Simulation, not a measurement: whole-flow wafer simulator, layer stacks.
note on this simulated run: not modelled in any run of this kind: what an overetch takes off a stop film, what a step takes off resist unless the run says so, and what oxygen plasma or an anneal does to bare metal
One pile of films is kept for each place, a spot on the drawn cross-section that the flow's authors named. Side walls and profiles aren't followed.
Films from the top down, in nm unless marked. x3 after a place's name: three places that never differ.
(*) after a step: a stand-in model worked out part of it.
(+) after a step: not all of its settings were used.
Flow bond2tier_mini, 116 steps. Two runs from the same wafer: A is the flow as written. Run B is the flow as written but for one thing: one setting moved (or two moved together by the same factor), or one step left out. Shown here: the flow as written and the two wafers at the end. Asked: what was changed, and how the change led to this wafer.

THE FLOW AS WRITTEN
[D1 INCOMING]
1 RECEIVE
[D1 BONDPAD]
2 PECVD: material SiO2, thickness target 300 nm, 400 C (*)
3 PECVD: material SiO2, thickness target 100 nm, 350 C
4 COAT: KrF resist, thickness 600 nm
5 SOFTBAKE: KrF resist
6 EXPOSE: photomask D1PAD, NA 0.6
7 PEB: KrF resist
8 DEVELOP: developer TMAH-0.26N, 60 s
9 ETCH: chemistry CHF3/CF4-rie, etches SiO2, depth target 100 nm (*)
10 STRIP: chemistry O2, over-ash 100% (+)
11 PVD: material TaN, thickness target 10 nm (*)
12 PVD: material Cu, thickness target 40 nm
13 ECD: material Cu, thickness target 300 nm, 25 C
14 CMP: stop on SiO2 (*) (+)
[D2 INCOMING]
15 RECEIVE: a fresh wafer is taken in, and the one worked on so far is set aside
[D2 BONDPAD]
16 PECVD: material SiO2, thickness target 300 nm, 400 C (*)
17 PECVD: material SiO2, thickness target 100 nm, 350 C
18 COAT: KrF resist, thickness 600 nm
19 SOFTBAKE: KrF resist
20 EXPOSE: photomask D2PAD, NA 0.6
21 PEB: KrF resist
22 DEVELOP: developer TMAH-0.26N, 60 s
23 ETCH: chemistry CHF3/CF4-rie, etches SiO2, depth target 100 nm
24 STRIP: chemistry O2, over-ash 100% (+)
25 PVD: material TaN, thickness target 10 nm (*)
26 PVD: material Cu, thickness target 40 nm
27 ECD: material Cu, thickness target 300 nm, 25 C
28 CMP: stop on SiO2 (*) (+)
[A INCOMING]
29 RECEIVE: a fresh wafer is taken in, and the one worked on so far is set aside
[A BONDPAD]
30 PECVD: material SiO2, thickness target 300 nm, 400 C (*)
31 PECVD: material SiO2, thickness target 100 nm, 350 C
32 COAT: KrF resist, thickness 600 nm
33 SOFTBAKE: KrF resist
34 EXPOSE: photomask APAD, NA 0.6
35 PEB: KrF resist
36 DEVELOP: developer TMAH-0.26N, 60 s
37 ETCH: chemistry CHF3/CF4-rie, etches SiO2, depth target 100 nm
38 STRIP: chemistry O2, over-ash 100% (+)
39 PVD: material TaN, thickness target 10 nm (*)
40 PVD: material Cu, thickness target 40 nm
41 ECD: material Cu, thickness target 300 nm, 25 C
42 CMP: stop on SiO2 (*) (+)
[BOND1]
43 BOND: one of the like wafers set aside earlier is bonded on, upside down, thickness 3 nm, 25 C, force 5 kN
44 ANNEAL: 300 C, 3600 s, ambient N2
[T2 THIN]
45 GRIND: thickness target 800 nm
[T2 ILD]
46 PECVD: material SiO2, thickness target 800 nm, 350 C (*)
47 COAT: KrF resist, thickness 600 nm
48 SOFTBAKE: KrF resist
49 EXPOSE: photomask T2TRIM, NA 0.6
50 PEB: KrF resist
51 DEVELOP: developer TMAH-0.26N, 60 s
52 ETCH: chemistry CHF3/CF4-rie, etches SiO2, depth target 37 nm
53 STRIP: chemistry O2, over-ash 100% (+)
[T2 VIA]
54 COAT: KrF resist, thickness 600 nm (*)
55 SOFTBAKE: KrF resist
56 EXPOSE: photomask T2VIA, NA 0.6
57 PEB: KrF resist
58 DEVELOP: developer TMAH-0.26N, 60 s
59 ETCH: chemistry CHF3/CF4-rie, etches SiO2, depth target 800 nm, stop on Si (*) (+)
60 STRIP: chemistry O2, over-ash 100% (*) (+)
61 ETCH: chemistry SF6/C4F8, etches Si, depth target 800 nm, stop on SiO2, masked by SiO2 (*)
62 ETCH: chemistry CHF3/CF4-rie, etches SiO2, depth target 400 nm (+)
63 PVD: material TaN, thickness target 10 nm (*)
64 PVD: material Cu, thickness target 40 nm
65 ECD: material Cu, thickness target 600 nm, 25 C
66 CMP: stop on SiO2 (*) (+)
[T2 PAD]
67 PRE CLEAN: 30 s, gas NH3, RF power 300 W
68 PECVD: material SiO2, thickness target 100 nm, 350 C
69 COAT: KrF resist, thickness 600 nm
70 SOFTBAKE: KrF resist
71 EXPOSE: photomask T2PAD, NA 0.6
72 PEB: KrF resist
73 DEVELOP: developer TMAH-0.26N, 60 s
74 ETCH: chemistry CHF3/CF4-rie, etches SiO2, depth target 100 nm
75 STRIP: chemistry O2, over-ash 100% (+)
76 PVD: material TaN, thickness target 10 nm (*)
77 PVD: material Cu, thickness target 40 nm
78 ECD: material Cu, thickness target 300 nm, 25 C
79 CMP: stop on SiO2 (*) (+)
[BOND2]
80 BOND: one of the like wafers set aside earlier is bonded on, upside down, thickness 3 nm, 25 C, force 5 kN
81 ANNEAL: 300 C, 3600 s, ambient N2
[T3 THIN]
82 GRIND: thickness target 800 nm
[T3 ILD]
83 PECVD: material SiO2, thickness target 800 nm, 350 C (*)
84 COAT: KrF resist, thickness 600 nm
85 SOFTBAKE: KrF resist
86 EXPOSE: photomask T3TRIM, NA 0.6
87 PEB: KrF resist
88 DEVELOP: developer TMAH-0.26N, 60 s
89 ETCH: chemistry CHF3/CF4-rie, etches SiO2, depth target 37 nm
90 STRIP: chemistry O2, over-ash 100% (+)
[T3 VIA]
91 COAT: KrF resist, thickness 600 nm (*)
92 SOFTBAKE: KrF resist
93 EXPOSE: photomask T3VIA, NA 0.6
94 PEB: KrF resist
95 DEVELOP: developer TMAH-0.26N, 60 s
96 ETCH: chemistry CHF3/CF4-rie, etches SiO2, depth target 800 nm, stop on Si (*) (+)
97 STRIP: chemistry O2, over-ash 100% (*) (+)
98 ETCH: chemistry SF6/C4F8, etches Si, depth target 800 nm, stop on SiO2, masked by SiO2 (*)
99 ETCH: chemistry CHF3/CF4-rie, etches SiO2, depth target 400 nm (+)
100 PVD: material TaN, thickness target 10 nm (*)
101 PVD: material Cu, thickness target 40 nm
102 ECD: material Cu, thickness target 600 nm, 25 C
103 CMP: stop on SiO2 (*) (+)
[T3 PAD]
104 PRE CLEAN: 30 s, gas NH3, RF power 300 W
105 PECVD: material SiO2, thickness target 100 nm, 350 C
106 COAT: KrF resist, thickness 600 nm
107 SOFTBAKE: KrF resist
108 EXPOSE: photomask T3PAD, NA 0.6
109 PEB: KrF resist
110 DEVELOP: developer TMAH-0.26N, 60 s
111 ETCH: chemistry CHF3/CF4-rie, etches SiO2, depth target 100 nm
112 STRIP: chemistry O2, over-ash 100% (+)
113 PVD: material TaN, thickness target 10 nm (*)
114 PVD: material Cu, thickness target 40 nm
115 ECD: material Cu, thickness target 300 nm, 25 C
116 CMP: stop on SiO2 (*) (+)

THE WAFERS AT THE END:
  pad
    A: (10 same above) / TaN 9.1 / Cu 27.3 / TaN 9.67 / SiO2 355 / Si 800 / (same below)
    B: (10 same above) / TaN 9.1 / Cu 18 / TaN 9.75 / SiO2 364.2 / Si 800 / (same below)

The cause: step 52, ETCH: depth target 27.8 nm was run, where the flow has depth target 37 nm.

How the change led to this, step by step:
  52 ETCH: chemistry CHF3/CF4-rie, etches SiO2, depth target 37 nm
      pad, via: A SiO2 -37 | B SiO2 -27.8
      field: A KrF resist -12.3 | B KrF resist -9.27
